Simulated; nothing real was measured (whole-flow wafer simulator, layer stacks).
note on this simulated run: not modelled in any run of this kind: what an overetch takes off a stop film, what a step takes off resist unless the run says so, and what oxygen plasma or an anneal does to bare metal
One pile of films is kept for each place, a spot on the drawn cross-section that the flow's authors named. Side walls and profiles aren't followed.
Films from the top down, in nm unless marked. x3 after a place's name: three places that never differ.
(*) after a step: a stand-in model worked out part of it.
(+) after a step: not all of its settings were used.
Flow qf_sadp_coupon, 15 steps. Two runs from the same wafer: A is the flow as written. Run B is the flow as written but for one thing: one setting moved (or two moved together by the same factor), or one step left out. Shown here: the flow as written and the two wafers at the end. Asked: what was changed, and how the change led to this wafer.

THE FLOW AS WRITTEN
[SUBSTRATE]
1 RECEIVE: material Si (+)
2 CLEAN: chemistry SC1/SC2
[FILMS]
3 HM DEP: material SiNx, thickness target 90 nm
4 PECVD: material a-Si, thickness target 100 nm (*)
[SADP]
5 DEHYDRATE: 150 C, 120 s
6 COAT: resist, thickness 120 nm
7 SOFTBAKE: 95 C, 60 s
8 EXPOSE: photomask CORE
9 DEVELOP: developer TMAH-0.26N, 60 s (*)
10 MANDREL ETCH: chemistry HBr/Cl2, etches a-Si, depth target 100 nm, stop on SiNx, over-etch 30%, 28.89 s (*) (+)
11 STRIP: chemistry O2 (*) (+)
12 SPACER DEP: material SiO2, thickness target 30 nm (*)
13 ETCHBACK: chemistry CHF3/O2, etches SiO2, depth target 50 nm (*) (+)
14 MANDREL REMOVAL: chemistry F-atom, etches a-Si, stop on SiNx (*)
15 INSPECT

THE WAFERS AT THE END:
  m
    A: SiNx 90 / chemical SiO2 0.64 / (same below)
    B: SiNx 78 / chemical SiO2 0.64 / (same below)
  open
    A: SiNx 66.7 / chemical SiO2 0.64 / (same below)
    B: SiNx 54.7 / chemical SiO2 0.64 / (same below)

The cause: step 3, HM DEP: thickness target 78 nm was run, where the flow has thickness target 90 nm.
It can be read off the wafer: m has SiNx 78, and step 3 as written asks for 90 nm.

How the change led to this, step by step:
  3 HM DEP: material SiNx, thickness target 90 nm
      m, open: A SiNx +90 (new film) | B SiNx +78 (new film)
